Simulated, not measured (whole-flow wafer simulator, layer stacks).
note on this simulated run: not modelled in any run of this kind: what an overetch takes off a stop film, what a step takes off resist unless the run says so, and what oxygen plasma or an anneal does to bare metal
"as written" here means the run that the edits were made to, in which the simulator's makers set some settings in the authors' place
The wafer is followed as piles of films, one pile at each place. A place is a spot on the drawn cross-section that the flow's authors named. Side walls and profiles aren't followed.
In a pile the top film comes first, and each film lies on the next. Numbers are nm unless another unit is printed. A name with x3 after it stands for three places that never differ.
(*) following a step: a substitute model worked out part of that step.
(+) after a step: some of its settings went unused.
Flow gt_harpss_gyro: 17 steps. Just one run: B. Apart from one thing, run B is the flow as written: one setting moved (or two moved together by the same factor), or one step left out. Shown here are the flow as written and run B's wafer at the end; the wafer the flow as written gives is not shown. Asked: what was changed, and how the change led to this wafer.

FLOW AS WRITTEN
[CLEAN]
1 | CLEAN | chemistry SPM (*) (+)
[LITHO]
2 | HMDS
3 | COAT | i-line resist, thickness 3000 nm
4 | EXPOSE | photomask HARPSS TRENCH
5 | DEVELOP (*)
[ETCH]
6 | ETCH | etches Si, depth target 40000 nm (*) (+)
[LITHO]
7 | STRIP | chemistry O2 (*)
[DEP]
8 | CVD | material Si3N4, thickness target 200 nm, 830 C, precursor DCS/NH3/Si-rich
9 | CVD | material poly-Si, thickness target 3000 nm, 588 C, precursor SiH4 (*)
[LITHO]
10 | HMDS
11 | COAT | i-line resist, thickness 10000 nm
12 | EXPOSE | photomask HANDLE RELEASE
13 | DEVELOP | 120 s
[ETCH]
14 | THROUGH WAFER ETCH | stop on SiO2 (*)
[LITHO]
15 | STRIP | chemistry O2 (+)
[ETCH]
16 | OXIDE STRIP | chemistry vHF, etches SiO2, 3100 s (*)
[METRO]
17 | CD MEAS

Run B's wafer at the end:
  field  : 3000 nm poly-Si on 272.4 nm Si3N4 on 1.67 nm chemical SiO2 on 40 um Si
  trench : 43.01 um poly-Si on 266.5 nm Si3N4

Cause: step 8, CVD: thickness target 272.4 nm was run, while the flow as written has thickness target 200 nm.
The wafer itself shows it: field has Si3N4 272.4, and step 8 as written asks for 200 nm.

The path from the change to this, step by step:
  8 | CVD | material Si3N4, thickness target 200 nm, 830 C, precursor DCS/NH3/Si-rich
      field: Si3N4 gains 272.4 (new film) (it would be, as written: Si3N4 gains 200 (new film))
      trench: Si3N4 gains 266.5 (new film) (it would be, as written: Si3N4 gains 195.9 (new film))
